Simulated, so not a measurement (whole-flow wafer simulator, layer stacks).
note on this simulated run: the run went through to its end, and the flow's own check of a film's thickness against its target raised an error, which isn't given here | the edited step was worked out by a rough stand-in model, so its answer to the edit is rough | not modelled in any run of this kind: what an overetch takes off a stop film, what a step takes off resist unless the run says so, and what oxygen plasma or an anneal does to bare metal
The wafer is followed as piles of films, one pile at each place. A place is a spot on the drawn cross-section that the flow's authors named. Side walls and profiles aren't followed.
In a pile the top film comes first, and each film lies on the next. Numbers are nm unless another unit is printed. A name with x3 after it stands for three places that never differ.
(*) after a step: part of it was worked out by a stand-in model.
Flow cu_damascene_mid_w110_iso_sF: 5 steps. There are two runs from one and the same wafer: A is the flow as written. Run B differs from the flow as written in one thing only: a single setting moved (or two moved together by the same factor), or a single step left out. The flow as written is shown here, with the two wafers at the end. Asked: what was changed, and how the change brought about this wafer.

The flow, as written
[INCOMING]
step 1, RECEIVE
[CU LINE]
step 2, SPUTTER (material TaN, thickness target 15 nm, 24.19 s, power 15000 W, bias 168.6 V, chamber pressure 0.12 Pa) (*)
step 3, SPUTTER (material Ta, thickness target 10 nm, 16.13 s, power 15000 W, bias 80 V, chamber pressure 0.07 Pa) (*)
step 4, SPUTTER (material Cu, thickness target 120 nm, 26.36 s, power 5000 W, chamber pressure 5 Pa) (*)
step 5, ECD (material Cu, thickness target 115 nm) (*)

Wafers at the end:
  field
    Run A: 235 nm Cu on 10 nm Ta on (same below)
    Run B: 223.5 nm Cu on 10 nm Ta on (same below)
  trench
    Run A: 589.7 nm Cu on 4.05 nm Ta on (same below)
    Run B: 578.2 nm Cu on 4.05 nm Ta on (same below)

The reason: step 5, ECD: thickness target 103.5 nm was run, while the flow as written has thickness target 115 nm.

The path from the change to this, step by step:
  step 5, ECD (material Cu, thickness target 115 nm) (*)
      field: A Cu gains 115 | B Cu gains 103.5
      trench: A Cu gains 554 | B Cu gains 542.5
